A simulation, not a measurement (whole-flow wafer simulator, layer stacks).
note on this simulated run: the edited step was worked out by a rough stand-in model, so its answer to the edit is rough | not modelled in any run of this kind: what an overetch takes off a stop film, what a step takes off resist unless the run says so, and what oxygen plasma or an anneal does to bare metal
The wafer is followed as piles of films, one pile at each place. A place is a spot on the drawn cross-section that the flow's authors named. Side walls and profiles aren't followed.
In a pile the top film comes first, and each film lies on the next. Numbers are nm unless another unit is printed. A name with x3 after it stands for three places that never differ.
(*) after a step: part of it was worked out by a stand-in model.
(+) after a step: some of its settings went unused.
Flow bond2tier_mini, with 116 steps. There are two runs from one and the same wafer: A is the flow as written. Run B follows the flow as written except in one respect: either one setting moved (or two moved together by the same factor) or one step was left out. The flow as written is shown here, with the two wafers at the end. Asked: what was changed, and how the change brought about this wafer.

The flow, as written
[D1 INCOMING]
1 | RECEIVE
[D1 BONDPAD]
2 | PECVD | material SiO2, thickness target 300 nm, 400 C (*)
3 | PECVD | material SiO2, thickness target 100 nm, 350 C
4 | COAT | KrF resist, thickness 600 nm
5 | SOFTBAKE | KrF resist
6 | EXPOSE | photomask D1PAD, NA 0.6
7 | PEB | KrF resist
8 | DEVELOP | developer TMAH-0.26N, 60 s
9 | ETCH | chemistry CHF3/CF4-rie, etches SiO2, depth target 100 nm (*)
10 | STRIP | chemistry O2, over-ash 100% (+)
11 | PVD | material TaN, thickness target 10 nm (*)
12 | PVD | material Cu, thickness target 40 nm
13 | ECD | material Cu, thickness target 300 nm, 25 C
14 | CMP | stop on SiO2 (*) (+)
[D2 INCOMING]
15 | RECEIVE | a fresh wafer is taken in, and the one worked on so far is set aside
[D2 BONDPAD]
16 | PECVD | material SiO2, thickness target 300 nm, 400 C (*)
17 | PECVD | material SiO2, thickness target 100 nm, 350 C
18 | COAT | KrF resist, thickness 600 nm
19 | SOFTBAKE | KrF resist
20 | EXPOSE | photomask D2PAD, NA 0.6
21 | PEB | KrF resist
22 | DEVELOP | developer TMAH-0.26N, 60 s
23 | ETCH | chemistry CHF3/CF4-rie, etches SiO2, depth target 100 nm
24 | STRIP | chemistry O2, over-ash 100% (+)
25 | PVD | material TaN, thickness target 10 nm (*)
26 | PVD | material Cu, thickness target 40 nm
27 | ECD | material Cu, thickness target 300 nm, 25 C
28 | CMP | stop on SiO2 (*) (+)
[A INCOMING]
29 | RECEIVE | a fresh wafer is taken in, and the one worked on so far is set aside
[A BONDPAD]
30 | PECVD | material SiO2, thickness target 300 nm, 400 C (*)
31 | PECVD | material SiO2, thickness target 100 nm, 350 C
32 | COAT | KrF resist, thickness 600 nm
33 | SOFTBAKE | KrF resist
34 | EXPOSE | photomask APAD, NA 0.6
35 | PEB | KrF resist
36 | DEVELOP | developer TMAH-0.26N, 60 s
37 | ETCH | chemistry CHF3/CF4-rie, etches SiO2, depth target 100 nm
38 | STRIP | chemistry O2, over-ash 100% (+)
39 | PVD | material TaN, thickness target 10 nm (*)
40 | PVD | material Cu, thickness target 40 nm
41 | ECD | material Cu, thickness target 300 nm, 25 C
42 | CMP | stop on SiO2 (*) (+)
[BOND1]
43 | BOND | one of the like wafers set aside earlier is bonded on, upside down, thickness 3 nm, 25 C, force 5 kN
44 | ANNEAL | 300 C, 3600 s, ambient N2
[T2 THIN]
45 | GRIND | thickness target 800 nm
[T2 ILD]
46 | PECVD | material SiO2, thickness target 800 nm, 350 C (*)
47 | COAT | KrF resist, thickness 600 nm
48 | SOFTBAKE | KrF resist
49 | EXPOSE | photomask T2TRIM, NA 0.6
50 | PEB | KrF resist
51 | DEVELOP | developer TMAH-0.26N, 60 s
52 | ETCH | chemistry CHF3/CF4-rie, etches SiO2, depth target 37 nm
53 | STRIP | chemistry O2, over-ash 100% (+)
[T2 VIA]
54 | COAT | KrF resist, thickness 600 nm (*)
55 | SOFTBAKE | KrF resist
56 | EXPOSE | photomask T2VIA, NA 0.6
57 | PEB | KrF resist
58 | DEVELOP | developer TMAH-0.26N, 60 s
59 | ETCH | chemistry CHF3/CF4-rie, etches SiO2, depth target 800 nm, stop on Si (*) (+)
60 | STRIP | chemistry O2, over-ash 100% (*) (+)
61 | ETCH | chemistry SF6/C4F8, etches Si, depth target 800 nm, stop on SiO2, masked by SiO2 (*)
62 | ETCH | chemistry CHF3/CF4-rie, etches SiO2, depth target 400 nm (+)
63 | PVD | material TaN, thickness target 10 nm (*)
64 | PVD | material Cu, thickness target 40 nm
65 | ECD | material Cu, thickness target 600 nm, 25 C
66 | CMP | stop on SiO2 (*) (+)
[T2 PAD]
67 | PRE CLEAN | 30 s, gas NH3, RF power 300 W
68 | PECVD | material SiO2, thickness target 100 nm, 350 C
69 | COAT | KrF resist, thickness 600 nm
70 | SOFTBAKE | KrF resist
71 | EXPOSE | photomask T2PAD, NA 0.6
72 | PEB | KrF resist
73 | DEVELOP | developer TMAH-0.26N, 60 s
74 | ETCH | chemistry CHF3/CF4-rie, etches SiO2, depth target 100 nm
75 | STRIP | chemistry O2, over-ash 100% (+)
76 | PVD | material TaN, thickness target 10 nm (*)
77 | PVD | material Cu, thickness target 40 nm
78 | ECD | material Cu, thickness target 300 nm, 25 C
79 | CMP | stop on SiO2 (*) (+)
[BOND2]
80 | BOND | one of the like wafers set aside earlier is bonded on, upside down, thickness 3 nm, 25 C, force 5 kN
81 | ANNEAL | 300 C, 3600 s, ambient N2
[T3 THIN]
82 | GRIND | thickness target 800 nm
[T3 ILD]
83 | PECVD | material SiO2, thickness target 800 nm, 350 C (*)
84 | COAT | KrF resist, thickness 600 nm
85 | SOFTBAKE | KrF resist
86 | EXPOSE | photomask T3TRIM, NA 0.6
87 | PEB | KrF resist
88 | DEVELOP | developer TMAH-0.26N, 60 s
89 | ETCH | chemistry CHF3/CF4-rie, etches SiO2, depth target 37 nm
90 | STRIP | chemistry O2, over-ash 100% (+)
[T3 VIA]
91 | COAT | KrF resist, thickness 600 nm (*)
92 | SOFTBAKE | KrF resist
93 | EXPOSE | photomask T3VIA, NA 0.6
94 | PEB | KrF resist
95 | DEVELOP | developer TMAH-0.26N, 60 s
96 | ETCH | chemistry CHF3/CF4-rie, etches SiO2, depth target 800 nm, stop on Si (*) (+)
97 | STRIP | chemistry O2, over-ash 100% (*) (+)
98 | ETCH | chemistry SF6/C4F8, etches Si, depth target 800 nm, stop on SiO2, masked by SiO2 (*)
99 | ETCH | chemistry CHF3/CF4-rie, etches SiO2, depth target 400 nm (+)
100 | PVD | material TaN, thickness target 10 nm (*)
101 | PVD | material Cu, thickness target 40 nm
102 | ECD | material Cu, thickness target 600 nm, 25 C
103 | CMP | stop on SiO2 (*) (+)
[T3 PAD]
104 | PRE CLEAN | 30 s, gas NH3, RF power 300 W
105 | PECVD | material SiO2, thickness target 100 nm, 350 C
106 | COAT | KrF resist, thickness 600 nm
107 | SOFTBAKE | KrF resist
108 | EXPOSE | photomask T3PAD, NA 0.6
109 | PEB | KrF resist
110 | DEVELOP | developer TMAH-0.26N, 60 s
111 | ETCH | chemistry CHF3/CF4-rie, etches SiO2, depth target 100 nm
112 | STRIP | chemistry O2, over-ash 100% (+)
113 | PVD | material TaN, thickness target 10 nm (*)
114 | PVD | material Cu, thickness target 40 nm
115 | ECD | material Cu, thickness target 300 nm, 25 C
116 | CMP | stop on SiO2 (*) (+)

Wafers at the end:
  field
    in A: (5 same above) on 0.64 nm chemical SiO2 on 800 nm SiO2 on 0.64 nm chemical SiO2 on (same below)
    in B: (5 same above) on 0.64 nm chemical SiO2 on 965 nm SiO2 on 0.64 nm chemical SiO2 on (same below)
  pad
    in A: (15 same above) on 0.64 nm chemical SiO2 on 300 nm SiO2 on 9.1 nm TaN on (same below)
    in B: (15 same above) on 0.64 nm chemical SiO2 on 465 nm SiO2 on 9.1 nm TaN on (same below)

The reason: step 2, PECVD: thickness target 465 nm was run, though the flow has thickness target 300 nm.
One can read it off the wafer: pad has SiO2 465, and step 2 as written asks for 300 nm.

The path from the change to this, step by step:
  2 | PECVD | material SiO2, thickness target 300 nm, 400 C (*)
      field, pad, via: A +300 SiO2 (new film) | B +465 SiO2 (new film)
  43 | BOND | one of the like wafers set aside earlier is bonded on, upside down, thickness 3 nm, 25 C, force 5 kN
      field: A +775 um Si (new film), +0.64 chemical SiO2 (new film), +400 SiO2 | B +775 um Si (new film), +0.64 chemical SiO2 (new film), +565 SiO2
      pad: A +775 um Si (new film), +0.64 chemical SiO2 (new film), +300 SiO2 (new film), +9.1 TaN (new film), +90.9 Cu | B +775 um Si (new film), +0.64 chemical SiO2 (new film), +465 SiO2 (new film), +9.1 TaN (new film), +90.9 Cu
      (and at 1 other place as well)
